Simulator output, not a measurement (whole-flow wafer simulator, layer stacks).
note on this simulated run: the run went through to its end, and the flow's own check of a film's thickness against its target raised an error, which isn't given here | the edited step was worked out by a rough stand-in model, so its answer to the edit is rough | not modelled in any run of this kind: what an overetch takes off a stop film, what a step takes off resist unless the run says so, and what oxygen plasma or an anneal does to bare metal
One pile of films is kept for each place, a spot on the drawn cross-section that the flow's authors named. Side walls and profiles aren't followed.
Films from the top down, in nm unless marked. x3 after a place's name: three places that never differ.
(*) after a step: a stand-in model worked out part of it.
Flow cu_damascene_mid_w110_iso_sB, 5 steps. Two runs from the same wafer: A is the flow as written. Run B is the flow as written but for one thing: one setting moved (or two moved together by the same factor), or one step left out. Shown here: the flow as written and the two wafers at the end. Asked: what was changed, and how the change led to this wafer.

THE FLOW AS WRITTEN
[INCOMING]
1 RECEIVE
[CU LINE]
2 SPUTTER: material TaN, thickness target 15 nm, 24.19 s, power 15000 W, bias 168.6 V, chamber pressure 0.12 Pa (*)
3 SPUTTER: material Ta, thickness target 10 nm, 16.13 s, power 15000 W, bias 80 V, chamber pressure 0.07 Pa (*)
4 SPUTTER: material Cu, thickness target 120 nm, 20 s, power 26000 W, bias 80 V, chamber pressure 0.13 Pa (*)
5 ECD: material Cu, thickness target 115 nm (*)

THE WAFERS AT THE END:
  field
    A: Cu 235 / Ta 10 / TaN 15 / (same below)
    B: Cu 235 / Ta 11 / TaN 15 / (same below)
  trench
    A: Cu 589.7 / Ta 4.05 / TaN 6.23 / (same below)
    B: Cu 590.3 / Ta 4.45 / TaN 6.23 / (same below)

The cause: step 3, SPUTTER: thickness target 11 nm was run, where the flow has thickness target 10 nm; step 3, SPUTTER: 17.74 s was run, where the flow has 16.13 s.
It can be read off the wafer: field has Ta 11, and step 3 as written asks for 10 nm.

How the change led to this, step by step:
  3 SPUTTER: material Ta, thickness target 10 nm, 16.13 s, power 15000 W, bias 80 V, chamber pressure 0.07 Pa (*)
      field: A Ta +10 (new film) | B Ta +11 (new film)
